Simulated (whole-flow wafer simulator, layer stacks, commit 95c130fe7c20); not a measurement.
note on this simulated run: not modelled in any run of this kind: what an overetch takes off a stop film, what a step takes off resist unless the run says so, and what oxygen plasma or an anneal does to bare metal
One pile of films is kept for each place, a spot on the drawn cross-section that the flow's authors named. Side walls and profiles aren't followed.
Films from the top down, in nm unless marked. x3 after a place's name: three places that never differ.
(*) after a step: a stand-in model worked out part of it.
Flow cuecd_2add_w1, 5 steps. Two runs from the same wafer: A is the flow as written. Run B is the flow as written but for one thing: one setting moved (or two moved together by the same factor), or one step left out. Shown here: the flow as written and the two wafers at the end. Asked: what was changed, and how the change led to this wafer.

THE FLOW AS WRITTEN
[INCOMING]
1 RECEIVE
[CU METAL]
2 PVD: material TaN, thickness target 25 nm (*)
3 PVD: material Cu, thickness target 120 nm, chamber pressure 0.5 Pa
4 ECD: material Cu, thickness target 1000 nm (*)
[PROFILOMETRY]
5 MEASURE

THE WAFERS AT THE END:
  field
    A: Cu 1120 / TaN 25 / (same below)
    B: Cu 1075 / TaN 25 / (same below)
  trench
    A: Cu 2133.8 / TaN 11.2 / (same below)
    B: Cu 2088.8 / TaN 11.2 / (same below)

The cause: step 3, PVD: thickness target 75 nm was run, where the flow has thickness target 120 nm.

How the change led to this, step by step:
  3 PVD: material Cu, thickness target 120 nm, chamber pressure 0.5 Pa
      field: A Cu +120 (new film) | B Cu +75 (new film)
      trench: A Cu +53.6 (new film) | B Cu +34 (new film)
